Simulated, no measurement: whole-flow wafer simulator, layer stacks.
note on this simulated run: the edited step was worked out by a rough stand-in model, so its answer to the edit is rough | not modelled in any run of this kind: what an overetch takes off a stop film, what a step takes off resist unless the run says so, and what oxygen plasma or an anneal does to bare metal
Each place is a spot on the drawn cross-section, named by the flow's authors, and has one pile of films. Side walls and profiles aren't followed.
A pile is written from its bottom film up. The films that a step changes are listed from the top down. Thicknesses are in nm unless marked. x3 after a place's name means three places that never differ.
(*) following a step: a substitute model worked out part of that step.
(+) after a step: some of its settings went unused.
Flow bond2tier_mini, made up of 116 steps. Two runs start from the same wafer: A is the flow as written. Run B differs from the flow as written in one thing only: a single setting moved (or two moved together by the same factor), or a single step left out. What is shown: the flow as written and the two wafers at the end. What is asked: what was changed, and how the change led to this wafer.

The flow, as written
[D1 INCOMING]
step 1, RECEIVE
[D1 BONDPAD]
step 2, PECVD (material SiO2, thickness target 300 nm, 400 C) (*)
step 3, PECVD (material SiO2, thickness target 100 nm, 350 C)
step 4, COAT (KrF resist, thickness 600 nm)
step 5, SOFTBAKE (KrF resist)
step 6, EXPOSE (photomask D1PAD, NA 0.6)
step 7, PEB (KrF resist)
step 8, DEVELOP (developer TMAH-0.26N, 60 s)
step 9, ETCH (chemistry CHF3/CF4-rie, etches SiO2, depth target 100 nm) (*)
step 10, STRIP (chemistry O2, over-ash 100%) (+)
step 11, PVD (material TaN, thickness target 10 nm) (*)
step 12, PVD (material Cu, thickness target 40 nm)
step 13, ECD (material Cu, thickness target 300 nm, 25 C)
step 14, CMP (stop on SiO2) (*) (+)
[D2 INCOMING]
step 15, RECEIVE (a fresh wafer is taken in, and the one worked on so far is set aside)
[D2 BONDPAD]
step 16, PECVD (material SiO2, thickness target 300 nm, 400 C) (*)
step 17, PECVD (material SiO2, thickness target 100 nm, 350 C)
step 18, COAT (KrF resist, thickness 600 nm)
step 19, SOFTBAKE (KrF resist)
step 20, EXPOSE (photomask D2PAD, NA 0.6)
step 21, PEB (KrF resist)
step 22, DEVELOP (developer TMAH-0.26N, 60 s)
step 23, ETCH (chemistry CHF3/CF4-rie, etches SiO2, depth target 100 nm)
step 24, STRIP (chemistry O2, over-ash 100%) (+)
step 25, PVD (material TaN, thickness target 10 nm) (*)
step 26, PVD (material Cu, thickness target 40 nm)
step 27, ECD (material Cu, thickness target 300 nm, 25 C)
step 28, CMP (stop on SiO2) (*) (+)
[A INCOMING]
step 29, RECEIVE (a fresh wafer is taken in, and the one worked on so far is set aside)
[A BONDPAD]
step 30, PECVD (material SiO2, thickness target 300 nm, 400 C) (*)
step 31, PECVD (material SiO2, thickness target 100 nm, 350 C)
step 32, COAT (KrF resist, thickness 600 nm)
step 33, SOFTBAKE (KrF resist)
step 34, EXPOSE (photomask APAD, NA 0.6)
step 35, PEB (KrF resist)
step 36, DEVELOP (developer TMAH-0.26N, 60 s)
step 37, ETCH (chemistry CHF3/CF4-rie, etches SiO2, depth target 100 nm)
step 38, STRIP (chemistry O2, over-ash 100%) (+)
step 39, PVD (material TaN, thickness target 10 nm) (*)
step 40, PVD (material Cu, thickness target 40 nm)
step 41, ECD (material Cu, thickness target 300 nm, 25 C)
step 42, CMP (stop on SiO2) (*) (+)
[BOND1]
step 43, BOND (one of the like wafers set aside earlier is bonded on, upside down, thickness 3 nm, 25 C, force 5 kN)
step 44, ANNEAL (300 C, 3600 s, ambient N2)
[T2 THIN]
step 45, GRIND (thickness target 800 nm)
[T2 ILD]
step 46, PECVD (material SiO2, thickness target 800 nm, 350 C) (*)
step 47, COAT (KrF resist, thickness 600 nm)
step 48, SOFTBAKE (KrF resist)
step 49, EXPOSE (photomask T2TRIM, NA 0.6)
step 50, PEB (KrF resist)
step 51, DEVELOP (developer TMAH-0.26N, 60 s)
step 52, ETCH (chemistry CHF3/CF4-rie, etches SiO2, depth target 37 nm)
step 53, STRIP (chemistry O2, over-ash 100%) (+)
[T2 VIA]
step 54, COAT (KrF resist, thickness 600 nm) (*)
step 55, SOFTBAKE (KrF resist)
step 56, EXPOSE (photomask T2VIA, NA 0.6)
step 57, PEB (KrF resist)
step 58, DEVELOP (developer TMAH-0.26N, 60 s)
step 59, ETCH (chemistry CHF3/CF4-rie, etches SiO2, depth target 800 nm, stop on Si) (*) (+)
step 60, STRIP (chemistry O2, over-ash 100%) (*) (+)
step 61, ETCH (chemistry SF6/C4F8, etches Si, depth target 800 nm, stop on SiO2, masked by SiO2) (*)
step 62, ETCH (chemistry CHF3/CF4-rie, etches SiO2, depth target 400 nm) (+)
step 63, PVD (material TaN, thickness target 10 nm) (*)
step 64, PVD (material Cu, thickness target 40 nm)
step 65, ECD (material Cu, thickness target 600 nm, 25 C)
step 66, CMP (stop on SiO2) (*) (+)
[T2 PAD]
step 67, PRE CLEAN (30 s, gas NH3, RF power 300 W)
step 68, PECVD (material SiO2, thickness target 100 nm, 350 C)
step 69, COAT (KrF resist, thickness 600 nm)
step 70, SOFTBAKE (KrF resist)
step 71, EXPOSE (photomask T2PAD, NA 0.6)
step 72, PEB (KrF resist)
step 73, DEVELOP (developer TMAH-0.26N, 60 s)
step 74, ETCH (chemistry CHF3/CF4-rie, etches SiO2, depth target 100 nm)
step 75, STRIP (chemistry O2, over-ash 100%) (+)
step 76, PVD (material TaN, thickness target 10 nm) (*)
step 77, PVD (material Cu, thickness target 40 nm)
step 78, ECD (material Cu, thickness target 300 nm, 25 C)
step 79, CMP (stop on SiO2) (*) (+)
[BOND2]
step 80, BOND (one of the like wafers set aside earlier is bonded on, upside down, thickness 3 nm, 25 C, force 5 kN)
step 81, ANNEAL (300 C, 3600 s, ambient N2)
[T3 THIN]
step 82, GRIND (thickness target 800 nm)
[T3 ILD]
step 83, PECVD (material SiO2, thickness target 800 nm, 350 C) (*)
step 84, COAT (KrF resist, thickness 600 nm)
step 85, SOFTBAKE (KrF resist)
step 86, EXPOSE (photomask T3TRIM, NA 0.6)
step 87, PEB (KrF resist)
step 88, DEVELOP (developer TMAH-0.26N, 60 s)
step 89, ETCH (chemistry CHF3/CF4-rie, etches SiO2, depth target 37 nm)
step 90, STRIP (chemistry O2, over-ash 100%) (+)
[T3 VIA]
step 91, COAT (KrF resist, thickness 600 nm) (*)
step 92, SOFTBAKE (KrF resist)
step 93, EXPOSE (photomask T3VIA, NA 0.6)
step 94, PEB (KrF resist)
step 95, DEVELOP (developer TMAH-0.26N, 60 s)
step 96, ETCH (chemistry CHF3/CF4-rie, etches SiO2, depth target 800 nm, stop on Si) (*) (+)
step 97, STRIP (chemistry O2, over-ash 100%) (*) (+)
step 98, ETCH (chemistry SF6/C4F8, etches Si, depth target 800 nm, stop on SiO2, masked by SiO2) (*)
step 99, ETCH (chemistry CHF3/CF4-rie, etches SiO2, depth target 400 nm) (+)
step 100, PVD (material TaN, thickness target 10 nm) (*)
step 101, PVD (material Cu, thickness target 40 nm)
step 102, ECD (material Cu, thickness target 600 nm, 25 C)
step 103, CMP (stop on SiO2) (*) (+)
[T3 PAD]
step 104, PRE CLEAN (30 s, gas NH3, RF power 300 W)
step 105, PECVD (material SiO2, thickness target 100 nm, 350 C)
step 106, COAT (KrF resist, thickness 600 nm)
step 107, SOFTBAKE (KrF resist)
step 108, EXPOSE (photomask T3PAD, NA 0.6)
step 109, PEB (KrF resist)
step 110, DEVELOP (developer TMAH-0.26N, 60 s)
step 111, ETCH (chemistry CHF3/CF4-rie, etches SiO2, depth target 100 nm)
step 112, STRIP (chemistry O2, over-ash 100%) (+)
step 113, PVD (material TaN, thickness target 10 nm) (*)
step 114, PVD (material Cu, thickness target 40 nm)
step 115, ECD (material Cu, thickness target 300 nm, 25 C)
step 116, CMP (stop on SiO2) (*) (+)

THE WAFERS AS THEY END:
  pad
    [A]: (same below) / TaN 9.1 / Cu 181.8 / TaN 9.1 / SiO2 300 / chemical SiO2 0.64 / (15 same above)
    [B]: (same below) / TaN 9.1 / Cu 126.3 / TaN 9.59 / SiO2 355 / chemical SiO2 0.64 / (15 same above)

The reason: step 9, ETCH: depth target 45 nm was run, though the flow has depth target 100 nm.

How this came from the change, step by step:
  step 9, ETCH (chemistry CHF3/CF4-rie, etches SiO2, depth target 100 nm) (*)
      pad, via: A -100 SiO2 | B -45 SiO2
      field: A -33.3 KrF resist | B -15 KrF resist
  step 10, STRIP (chemistry O2, over-ash 100%) (+)
      field: A -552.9 KrF resist (all of it) | B -571.3 KrF resist (all of it)
  step 12, PVD (material Cu, thickness target 40 nm)
      pad: A +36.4 Cu (new film) | B +38.4 Cu (new film)
  step 13, ECD (material Cu, thickness target 300 nm, 25 C)
      pad: A +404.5 Cu | B +347 Cu
      via: A +400.2 Cu | B +345 Cu
  step 43, BOND (one of the like wafers set aside earlier is bonded on, upside down, thickness 3 nm, 25 C, force 5 kN)
      pad: A +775 um Si (new film), +0.64 chemical SiO2 (new film), +300 SiO2 (new film), +9.1 TaN (new film), +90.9 Cu | B +775 um Si (new film), +0.64 chemical SiO2 (new film), +355 SiO2 (new film), +9.59 TaN (new film), +35.4 Cu
      via: A +775 um Si (new film), +0.64 chemical SiO2 (new film), +300 SiO2 (new film), +9.97 TaN (new film), +90 Cu | B +775 um Si (new film), +0.64 chemical SiO2 (new film), +355 SiO2 (new film), +10 TaN (new film), +35 Cu
